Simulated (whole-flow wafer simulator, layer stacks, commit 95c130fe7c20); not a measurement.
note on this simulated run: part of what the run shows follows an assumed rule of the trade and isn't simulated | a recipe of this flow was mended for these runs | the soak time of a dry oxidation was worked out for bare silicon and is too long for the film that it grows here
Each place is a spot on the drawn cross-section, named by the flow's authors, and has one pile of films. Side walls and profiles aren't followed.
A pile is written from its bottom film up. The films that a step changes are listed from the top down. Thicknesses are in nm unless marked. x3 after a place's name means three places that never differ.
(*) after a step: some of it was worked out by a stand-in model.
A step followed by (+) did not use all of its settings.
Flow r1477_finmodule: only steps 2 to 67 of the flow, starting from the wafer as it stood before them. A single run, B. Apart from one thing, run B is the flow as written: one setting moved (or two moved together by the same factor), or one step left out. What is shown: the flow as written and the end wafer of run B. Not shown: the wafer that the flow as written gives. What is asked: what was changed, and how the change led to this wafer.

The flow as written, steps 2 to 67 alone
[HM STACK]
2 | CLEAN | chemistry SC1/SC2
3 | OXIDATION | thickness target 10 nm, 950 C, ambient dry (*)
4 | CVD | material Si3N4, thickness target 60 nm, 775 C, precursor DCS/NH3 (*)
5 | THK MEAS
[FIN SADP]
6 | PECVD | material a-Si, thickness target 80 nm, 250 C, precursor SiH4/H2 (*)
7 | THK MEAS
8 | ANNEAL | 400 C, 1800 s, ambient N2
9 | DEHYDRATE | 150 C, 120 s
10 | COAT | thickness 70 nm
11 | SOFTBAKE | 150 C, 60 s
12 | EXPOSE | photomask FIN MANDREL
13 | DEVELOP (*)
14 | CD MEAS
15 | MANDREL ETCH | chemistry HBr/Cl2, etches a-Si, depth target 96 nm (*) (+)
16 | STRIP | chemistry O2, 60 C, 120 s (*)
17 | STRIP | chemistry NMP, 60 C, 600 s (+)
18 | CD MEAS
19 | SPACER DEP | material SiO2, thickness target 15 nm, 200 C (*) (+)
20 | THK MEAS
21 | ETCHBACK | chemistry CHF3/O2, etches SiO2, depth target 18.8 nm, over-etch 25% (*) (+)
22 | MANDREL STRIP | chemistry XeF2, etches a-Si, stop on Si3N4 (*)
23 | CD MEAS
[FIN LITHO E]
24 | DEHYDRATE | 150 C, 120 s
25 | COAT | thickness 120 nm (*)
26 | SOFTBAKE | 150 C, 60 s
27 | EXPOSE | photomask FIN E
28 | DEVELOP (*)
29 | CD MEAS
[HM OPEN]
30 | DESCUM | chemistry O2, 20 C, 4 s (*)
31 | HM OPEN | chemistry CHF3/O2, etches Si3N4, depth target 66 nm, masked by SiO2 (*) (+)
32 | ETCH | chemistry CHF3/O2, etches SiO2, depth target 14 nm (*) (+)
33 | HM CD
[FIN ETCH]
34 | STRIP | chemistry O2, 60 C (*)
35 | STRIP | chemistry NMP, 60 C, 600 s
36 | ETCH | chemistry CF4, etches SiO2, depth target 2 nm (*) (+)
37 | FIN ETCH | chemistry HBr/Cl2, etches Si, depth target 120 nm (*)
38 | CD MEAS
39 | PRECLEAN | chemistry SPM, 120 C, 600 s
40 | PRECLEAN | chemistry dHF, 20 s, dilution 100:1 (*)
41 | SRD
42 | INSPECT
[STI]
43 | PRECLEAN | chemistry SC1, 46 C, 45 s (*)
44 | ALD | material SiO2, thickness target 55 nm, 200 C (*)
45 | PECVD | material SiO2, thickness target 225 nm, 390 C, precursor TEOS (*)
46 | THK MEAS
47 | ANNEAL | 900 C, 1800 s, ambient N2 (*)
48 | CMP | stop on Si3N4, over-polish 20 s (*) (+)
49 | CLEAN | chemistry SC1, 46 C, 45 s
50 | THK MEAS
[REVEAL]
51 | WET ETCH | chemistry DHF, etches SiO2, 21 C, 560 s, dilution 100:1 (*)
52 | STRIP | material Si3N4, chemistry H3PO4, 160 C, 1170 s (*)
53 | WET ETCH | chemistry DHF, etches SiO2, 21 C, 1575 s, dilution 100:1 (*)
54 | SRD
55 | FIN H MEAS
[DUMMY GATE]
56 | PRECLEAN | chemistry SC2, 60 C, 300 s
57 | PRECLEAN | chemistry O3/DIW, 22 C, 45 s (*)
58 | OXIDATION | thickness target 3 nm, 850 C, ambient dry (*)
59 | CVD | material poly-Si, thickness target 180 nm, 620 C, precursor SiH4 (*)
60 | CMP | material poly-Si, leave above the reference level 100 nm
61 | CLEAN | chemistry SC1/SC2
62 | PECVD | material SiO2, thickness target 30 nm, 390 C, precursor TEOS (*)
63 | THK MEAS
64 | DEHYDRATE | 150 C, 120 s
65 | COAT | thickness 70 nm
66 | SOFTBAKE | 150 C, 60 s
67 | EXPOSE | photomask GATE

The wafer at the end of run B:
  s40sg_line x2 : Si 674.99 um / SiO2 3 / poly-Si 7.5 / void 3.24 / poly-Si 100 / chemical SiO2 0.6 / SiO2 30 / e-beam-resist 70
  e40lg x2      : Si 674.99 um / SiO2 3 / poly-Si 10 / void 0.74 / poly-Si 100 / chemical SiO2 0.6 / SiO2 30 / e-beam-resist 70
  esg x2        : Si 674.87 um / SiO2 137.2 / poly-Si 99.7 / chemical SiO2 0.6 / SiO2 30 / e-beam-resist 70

Cause: step 53, WET ETCH: 433.1 s was run, whereas the flow has 1575 s.

How this came from the change, step by step:
  53 | WET ETCH | chemistry DHF, etches SiO2, 21 C, 1575 s, dilution 100:1 (*)
      esg x2, e40sg x2, e100sg x2 and 14 more: SiO2 loses 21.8 (in the flow as written it would be: SiO2 loses 79.1)
      pad x2: SiO2 loses 23.6 (in the flow as written it would be: SiO2 loses 85.7)
  59 | CVD | material poly-Si, thickness target 180 nm, 620 C, precursor SiH4 (*)
      s40sg_line x2, s45sg_line x2, s50sg_line x2: poly-Si gains 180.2 (new film), void gains 3.24 (new film), poly-Si gains 7.5 (new film) (in the flow as written it would be: poly-Si gains 180 (new film))
      e40lg x2: poly-Si gains 180.2 (new film), void gains 0.74 (new film), poly-Si gains 10 (new film) (in the flow as written it would be: poly-Si gains 180 (new film))
      (as well as at 25 more places)
  60 | CMP | material poly-Si, leave above the reference level 100 nm
      pad x2: poly-Si loses 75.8 (in the flow as written it would be: poly-Si loses 24.8)
      e100lg x2: poly-Si loses 78.3 (in the flow as written it would be: poly-Si loses 80)
      (as well as at 5 more places)
